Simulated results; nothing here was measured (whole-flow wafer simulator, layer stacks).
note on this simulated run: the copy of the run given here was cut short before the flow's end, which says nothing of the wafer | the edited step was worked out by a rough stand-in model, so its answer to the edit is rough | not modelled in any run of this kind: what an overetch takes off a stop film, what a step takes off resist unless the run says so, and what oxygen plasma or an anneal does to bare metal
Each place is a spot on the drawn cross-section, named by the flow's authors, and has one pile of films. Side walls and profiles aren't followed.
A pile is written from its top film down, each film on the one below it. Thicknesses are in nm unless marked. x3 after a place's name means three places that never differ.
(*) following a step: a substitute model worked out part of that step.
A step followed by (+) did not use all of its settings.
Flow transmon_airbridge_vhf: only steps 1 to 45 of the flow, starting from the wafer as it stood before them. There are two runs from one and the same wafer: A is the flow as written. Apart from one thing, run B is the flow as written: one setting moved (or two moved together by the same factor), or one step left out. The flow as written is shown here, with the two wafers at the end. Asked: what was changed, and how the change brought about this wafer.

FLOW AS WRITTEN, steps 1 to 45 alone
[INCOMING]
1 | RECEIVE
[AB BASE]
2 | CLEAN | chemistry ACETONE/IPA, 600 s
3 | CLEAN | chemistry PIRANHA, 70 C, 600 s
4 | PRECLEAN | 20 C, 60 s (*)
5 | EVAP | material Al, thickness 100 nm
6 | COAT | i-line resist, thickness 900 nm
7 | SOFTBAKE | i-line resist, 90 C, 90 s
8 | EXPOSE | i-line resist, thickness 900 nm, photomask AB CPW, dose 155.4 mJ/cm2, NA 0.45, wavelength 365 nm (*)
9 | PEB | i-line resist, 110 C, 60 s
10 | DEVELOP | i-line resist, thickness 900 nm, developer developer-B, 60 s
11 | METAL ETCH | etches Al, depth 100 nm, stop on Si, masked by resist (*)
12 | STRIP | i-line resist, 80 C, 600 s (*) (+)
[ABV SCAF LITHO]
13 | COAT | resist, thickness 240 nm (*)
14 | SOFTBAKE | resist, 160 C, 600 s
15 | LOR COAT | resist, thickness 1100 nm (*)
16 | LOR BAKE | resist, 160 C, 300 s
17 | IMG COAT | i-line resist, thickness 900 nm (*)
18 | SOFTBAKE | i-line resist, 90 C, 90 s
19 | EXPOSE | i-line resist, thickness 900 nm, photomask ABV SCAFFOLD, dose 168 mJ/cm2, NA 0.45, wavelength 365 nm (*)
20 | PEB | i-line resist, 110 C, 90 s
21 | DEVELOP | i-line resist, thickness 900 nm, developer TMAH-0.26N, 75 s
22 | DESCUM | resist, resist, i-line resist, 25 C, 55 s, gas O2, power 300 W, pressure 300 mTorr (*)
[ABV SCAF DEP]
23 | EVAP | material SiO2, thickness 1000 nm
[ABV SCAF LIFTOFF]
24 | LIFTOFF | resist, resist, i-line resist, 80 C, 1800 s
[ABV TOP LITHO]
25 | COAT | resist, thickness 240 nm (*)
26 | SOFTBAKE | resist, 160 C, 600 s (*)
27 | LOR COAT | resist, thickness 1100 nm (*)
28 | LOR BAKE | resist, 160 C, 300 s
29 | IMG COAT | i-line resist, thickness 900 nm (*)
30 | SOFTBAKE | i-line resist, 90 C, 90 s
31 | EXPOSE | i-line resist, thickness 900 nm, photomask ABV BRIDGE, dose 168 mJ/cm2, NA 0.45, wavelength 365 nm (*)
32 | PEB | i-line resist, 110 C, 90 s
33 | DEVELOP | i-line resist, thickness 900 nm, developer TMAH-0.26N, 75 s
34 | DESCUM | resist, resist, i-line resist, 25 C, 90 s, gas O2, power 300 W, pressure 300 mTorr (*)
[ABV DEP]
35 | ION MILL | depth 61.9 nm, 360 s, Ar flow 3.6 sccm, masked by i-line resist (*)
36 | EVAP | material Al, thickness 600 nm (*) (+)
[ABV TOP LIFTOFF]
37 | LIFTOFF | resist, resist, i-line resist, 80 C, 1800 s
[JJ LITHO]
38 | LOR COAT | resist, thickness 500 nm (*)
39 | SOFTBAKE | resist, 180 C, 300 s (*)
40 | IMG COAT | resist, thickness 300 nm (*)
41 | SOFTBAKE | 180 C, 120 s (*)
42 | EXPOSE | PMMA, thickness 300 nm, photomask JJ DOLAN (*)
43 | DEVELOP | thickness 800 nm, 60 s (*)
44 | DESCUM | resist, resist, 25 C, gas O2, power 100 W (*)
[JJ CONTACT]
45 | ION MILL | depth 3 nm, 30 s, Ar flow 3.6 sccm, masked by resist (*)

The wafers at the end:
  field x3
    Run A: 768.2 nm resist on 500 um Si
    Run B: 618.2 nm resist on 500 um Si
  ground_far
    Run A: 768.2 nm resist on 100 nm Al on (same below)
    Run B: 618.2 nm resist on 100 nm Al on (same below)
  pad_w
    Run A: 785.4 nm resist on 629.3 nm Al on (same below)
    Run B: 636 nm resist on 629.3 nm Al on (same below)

Cause: step 40, IMG COAT: thickness 150 nm was run, though the flow has thickness 300 nm.

The path from the change to this, step by step:
  40 | IMG COAT | resist, thickness 300 nm (*)
      field x3, jj_line, ground_far, trace_open_s x2: A +300 resist | B +150 resist
      pad_w, pad_e: A +300.1 resist | B +150.8 resist
      (and at 8 other places as well)
  43 | DEVELOP | thickness 800 nm, 60 s (*)
      jj_line: A -800 resist (all of it) | B -650 resist (all of it)
